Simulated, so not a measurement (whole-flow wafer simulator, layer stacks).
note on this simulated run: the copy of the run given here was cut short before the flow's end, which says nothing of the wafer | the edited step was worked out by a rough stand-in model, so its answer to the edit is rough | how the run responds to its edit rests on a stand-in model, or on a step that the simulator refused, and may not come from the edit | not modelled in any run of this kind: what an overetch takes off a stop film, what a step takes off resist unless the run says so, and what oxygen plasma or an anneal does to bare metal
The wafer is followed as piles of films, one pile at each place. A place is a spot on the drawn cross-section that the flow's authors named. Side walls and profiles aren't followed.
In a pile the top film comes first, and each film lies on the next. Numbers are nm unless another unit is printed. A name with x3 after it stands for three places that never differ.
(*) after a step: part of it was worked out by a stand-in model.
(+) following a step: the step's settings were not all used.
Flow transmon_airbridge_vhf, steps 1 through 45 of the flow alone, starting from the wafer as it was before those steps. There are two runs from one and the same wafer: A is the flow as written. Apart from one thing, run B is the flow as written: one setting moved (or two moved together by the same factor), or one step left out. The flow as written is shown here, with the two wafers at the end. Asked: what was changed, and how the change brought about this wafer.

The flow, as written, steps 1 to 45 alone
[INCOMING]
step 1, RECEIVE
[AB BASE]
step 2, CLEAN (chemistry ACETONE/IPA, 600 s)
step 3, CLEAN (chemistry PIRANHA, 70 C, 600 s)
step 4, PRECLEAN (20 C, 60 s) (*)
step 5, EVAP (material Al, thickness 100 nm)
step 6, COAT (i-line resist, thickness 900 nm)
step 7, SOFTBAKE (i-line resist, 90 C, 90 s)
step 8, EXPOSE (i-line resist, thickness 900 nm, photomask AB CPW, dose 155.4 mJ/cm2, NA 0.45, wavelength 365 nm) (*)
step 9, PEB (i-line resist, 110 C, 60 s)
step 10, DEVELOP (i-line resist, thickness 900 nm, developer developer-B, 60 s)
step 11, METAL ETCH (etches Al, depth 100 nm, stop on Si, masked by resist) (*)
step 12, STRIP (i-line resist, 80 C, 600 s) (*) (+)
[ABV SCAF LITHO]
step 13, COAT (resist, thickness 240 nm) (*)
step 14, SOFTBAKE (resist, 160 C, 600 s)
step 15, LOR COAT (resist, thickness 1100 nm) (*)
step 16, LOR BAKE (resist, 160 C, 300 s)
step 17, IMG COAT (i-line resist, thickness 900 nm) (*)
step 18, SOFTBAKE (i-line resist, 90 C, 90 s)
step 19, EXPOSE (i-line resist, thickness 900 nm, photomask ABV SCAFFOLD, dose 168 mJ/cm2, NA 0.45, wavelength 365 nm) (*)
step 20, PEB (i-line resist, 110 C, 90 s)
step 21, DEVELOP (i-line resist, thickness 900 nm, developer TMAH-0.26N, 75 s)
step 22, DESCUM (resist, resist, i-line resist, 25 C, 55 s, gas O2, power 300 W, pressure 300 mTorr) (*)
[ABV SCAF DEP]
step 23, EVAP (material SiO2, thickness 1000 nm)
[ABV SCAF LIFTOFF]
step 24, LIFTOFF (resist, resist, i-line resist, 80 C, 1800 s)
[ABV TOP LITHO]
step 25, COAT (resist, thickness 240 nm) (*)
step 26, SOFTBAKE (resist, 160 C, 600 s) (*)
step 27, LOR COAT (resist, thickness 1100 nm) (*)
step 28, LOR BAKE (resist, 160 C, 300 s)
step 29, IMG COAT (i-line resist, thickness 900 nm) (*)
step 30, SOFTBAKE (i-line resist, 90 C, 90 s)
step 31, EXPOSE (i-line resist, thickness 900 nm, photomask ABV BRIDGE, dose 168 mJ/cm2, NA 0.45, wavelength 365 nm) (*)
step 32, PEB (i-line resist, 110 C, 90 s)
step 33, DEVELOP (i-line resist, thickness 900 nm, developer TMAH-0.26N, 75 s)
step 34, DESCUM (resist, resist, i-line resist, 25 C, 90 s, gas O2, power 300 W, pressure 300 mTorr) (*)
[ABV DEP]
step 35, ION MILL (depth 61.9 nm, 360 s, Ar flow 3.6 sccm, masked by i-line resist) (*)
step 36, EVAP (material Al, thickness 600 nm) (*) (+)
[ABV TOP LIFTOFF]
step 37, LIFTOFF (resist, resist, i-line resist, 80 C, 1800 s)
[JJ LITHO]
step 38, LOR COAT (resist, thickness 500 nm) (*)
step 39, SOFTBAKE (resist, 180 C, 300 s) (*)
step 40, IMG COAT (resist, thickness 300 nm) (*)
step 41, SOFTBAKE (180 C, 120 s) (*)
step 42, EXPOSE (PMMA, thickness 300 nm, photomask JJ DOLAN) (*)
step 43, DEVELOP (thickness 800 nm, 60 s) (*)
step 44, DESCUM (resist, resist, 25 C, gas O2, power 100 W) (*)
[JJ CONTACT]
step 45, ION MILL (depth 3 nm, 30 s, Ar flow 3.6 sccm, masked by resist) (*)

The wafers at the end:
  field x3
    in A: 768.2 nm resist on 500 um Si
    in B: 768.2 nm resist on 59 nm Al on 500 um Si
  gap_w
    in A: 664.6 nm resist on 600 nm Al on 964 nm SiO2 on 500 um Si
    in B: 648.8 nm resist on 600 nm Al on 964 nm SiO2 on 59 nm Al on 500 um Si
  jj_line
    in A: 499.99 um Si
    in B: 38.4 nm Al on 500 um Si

Cause: step 11, METAL ETCH: depth 41 nm was run, whereas the flow has depth 100 nm.

Step by step, how the change led to this:
  step 11, METAL ETCH (etches Al, depth 100 nm, stop on Si, masked by resist) (*)
      field x3, jj_line, gap_w, gap_e: A Al loses 100 (all of it) | B Al loses 41
      ground_far, pad_w, flank_w and 8 more: A i-line resist loses 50 | B i-line resist loses 20.5
  step 12, STRIP (i-line resist, 80 C, 600 s) (*) (+)
      ground_far, pad_w, flank_w and 8 more: A i-line resist loses 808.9 (all of it) | B i-line resist loses 838.4 (all of it)
  step 13, COAT (resist, thickness 240 nm) (*)
      flank_w, flank_e: A resist gains 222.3 (new film) | B resist gains 232 (new film)
      gap_w, gap_e: A resist gains 251.7 (new film) | B resist gains 245.2 (new film)
  step 22, DESCUM (resist, resist, i-line resist, 25 C, 55 s, gas O2, power 300 W, pressure 300 mTorr) (*)
      flank_w, flank_e: A resist loses 222.3 (all of it) | B resist loses 232 (all of it)
      gap_w, gap_e: A resist loses 251.7 (all of it) | B resist loses 245.2 (all of it)
  step 25, COAT (resist, thickness 240 nm) (*)
      flank_w, flank_e: A resist gains 152.6 (new film) | B resist gains 160.1 (new film)
      gap_w, gap_e: A resist gains 210.7 (new film) | B resist gains 204.3 (new film)
  step 29, IMG COAT (i-line resist, thickness 900 nm) (*)
      gap_w, gap_e: A i-line resist gains 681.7 (new film) | B i-line resist gains 666.3 (new film)
  step 32, PEB (i-line resist, 110 C, 90 s)
      gap_w, gap_e: A i-line resist loses 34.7 | B i-line resist loses 33.9
  step 33, DEVELOP (i-line resist, thickness 900 nm, developer TMAH-0.26N, 75 s)
      gap_w, gap_e: A i-line resist loses 646.9 (all of it), resist loses 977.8 | B i-line resist loses 632.3 (all of it), resist loses 961.1
  step 34, DESCUM (resist, resist, i-line resist, 25 C, 90 s, gas O2, power 300 W, pressure 300 mTorr) (*)
      flank_w, flank_e: A resist loses 152.6 (all of it) | B resist loses 160.1 (all of it)
      gap_w, gap_e: A resist loses 210.7 (all of it) | B resist loses 204.3 (all of it)
  step 38, LOR COAT (resist, thickness 500 nm) (*)
      gap_w, gap_e: A resist gains 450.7 (new film) | B resist gains 440.4 (new film)
  step 40, IMG COAT (resist, thickness 300 nm) (*)
      flank_w, flank_e: A resist gains 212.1 | B resist gains 220.4
      gap_w, gap_e: A resist gains 245.7 | B resist gains 240.2
  step 45, ION MILL (depth 3 nm, 30 s, Ar flow 3.6 sccm, masked by resist) (*)
      jj_line: A Si loses 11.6 | B Al loses 20.6
With metal films that touch counted as one body, field x3 has 1 body; the flow as written gives 0 bodies.
With metal films that touch counted as one body, gap_w has 2 bodies (between them, from the top down: SiO2 964); the flow as written gives 1 body.
With metal films that touch counted as one body, jj_line has 1 body; the flow as written gives 0 bodies.
